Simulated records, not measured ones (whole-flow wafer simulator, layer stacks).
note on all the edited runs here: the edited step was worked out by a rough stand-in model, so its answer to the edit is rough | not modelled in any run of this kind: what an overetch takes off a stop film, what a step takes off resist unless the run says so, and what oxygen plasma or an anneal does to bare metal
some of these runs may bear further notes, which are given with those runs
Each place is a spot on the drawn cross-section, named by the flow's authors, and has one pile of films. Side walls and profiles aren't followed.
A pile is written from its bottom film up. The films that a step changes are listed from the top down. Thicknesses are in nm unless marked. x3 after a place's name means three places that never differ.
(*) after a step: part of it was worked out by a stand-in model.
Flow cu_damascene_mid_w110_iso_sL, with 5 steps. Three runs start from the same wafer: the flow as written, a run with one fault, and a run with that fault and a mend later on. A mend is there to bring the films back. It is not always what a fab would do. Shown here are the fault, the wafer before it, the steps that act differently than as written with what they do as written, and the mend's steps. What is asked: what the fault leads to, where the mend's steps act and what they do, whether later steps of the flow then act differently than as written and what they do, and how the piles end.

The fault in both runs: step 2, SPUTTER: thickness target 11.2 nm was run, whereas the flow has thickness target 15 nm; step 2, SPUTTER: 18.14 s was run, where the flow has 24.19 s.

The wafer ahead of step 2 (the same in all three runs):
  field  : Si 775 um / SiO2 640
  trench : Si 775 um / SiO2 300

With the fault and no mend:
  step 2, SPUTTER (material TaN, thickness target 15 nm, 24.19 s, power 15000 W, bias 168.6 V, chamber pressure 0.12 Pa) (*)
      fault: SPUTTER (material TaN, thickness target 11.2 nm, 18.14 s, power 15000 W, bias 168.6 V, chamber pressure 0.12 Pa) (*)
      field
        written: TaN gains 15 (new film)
        fault: TaN gains 11.2 (new film)
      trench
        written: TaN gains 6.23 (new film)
        fault: TaN gains 4.65 (new film)
  Every later step of the flow that is run acts as written, at every place that is followed, to within 2% or 0.5 nm, whichever is larger.
  The piles end different from the flow's at field, trench by more than 2% or 0.5 nm, whichever is larger.
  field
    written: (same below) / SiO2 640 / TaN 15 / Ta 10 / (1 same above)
    fault: (same below) / SiO2 640 / TaN 11.2 / Ta 10 / (1 same above)
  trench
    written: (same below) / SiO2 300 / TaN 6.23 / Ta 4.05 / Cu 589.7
    fault: (same below) / SiO2 300 / TaN 4.65 / Ta 4.09 / Cu 587.5

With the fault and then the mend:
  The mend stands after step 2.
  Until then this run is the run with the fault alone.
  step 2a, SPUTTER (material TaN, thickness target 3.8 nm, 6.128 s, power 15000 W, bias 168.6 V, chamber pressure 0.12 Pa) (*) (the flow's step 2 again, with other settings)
      field
        TaN gains 3.8
      trench
        TaN gains 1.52
  Every later step of the flow that is run acts as written at every place that is followed.
  When the end is reached, the piles differ only a little from the flow's at the places that both follow, at most by 2% or 0.5 nm, whichever is larger.
